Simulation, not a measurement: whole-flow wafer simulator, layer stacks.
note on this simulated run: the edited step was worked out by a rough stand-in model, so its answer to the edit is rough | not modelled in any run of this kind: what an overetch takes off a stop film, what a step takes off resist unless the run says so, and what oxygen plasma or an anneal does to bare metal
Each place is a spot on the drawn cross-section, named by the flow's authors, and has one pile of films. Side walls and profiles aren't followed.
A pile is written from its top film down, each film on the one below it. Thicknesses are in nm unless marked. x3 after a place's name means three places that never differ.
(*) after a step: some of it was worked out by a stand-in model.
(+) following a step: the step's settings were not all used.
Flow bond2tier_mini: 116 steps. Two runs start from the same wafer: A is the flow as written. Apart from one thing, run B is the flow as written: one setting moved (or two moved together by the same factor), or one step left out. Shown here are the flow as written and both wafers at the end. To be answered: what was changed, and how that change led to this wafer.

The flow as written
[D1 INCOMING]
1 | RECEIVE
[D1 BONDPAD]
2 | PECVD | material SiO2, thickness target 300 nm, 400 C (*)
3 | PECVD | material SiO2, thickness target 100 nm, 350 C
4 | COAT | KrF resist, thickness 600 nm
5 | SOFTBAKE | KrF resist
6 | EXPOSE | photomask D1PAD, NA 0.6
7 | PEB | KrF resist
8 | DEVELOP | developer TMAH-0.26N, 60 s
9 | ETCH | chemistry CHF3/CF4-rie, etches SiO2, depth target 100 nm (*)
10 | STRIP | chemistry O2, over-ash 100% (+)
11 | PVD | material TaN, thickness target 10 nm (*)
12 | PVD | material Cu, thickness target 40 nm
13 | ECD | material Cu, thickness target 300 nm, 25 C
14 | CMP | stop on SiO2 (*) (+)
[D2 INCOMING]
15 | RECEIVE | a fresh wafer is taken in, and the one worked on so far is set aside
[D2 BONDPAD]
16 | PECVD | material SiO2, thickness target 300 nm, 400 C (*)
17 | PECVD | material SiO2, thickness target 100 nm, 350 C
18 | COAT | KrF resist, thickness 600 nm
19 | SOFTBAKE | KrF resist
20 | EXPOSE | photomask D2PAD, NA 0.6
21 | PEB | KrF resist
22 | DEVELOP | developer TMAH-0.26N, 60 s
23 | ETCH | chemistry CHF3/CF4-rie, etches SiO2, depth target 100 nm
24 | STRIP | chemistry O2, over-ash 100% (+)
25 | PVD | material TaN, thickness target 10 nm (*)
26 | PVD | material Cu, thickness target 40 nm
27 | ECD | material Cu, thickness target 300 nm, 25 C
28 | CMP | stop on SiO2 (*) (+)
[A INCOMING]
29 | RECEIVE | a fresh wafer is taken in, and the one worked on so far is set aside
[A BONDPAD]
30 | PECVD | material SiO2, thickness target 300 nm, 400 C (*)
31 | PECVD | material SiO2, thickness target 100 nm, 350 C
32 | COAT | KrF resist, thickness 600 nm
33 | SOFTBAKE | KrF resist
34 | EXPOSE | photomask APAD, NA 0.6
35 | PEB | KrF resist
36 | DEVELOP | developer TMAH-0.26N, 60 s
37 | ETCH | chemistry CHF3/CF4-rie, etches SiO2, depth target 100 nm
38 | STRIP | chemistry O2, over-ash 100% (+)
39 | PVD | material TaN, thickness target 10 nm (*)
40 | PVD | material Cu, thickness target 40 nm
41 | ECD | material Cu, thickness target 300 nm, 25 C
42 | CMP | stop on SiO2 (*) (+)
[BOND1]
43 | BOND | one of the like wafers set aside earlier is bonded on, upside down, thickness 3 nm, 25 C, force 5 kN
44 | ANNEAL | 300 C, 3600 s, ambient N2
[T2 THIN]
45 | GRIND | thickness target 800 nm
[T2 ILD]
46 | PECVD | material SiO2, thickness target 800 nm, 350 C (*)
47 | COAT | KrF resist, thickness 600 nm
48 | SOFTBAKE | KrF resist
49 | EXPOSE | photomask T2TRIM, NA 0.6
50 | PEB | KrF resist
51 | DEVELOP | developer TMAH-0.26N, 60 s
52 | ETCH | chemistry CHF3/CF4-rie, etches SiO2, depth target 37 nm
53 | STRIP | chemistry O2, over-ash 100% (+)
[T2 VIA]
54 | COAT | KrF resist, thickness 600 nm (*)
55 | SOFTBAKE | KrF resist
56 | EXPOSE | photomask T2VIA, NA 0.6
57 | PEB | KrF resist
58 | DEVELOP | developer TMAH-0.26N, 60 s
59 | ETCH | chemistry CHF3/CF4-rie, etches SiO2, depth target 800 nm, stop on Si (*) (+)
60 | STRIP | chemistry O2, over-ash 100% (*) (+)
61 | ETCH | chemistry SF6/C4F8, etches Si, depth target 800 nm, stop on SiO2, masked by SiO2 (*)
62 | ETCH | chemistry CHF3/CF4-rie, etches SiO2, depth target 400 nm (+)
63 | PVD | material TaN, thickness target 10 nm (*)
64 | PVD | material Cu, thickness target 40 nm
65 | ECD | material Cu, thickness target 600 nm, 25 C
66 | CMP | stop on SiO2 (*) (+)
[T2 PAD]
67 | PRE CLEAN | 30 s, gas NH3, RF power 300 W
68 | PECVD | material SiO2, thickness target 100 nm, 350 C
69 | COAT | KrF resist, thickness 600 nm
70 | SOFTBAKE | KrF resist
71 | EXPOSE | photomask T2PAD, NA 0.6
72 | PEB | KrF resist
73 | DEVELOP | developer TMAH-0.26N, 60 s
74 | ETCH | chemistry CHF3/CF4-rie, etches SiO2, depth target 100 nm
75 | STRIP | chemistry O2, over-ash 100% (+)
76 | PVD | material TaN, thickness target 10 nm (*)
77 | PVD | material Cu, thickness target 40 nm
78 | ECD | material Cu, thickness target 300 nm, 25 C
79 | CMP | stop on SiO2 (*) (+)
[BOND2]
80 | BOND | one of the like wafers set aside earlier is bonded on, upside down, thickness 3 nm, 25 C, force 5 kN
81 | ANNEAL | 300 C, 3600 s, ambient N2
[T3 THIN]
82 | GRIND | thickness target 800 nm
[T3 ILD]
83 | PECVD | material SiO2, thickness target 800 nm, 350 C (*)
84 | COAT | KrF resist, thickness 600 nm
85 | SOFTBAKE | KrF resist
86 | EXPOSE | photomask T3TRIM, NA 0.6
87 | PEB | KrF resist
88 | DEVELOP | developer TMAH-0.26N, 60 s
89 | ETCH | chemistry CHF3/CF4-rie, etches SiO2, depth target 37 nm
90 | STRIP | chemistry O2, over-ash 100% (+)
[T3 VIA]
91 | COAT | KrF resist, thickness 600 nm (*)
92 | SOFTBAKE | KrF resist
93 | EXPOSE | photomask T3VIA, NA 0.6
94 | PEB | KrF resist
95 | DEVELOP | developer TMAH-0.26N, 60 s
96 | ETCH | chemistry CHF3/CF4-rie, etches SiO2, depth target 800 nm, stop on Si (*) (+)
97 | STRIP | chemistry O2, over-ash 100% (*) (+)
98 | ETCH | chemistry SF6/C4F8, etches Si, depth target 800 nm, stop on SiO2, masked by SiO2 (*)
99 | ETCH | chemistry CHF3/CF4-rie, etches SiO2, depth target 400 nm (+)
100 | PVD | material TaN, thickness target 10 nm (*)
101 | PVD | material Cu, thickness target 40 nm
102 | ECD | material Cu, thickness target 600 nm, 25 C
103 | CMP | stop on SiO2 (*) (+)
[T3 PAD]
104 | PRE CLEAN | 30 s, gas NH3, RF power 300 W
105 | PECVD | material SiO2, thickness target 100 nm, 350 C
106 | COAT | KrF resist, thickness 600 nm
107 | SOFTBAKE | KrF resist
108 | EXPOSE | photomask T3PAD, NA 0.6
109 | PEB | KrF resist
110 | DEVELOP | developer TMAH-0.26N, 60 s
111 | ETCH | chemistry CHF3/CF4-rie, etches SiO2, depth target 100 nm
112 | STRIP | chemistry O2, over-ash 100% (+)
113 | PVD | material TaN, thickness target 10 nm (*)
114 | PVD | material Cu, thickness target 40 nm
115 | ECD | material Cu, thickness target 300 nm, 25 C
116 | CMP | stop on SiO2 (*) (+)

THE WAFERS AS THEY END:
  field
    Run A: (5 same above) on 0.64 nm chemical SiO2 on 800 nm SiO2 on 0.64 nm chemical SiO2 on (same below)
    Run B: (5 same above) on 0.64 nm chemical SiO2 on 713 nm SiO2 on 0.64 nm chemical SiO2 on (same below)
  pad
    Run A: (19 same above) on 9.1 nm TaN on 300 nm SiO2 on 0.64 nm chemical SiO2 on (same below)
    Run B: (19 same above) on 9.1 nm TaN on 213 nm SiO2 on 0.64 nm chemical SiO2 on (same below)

The reason: step 30, PECVD: thickness target 213 nm was run, though the flow has thickness target 300 nm.
The wafer itself shows it: pad has SiO2 213, and step 30 as written asks for 300 nm.

Step by step, how the change led to this:
  30 | PECVD | material SiO2, thickness target 300 nm, 400 C (*)
      field, pad, via: A SiO2 gains 300 (new film) | B SiO2 gains 213 (new film)
